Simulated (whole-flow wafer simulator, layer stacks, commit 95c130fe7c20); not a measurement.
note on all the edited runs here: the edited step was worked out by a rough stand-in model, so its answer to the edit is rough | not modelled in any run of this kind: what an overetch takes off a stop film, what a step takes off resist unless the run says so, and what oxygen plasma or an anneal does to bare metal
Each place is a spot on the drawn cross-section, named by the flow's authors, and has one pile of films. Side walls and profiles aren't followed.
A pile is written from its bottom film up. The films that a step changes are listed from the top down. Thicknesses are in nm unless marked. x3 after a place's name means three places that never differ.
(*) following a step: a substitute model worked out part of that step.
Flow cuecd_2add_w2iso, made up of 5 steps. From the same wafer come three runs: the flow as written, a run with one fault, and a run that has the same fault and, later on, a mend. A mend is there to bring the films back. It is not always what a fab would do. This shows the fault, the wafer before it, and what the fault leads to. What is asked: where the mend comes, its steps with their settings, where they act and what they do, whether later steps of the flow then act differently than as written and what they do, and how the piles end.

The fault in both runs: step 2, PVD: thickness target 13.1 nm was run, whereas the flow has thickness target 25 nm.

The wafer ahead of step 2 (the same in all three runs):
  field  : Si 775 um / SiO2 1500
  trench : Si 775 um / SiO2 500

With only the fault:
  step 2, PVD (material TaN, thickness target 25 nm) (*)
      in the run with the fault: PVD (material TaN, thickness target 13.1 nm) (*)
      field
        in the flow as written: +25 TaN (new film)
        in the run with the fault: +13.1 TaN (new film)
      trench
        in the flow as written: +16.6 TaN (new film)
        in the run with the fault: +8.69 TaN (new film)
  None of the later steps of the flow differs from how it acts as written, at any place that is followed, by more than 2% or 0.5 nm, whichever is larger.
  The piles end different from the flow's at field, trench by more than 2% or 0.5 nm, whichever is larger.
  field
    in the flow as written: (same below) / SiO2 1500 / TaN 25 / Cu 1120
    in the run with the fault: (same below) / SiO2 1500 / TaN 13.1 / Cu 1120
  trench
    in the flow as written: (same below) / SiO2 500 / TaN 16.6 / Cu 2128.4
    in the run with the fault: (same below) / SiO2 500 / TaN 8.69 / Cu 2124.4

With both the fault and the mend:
  The mend follows step 2.
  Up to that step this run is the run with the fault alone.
  step 2a, PVD (material TaN, thickness target 11.9 nm) (*) (the flow's step 2 again, with other settings)
      field
        +11.9 TaN
      trench
        +7.87 TaN
  None of the later steps of the flow acts differently than as written at any place that is followed.
  By the end, the piles equal the flow's at every place that both follow.
